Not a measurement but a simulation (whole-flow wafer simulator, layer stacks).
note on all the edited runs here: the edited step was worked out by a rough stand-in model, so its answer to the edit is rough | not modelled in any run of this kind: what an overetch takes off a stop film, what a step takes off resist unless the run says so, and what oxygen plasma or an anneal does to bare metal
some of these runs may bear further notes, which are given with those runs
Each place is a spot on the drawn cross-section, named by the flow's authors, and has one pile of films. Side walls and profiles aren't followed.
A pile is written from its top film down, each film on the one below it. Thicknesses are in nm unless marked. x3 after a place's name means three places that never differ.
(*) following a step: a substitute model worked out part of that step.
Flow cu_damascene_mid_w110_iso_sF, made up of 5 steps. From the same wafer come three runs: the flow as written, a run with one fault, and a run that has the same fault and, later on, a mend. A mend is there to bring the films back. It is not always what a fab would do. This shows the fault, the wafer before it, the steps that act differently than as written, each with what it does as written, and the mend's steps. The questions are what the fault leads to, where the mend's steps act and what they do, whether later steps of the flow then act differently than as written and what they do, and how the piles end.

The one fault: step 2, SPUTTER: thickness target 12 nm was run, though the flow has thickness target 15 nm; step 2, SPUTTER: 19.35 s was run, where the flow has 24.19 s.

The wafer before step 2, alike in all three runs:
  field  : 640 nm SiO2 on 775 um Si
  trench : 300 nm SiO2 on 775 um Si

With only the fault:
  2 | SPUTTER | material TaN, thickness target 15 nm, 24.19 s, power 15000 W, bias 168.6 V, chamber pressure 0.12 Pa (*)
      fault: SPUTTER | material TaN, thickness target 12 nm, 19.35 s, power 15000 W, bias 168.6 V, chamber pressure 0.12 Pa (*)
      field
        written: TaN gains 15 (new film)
        fault: TaN gains 12 (new film)
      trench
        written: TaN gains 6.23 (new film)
        fault: TaN gains 4.98 (new film)
  None of the later steps of the flow differs from how it acts as written, at any place that is followed, by more than 2% or 0.5 nm, whichever is larger.
  By the end, the piles at field, trench depart from the flow's by more than 2% or 0.5 nm, whichever is larger.
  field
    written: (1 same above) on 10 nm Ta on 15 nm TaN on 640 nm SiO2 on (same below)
    fault: (1 same above) on 10 nm Ta on 12 nm TaN on 640 nm SiO2 on (same below)
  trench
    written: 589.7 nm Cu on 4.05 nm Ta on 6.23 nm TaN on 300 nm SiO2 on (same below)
    fault: 587.9 nm Cu on 4.08 nm Ta on 4.98 nm TaN on 300 nm SiO2 on (same below)

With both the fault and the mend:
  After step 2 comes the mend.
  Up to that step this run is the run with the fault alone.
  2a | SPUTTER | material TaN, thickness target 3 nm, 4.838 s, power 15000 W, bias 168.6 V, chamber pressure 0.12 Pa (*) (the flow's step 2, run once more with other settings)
      field
        TaN gains 3
      trench
        TaN gains 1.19
  None of the later steps of the flow differs from how it acts as written, at any place that is followed, by more than 2% or 0.5 nm, whichever is larger.
  At the end the piles are close to the flow's at the places that both follow, differing by at most 2% or 0.5 nm, whichever is larger.
